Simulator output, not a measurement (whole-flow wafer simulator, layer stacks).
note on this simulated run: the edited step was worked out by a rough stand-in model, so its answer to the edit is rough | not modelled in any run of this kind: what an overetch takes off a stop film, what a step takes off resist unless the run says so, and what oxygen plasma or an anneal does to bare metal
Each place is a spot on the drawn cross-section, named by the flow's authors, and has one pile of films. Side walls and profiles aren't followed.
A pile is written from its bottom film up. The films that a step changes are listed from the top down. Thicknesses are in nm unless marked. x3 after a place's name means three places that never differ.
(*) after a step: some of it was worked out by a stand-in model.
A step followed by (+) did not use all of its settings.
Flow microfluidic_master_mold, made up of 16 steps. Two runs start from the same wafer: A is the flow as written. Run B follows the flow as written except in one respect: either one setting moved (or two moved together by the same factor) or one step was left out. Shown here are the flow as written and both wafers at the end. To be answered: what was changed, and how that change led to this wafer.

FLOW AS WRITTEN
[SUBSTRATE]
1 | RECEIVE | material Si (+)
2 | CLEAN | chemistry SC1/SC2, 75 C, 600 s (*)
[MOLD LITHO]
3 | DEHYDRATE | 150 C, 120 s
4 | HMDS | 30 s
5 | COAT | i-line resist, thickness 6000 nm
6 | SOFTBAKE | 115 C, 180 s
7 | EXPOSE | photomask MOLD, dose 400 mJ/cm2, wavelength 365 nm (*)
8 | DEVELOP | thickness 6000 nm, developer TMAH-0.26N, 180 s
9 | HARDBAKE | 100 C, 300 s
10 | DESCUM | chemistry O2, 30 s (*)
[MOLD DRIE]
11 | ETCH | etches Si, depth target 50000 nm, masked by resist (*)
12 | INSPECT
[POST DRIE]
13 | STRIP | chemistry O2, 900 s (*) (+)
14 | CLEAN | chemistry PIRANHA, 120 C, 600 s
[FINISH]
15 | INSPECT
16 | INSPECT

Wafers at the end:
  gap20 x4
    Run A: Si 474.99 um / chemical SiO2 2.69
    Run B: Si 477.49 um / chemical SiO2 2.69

Cause: step 11, ETCH: depth target 47500 nm was run, while the flow as written has depth target 50000 nm.

The path from the change to this, step by step:
  11 | ETCH | etches Si, depth target 50000 nm, masked by resist (*)
      gap20 x4: A chemical SiO2 loses 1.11 (all of it), Si loses 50 um | B chemical SiO2 loses 1.11 (all of it), Si loses 47.5 um
      ridge: A i-line resist loses 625 | B i-line resist loses 593.8
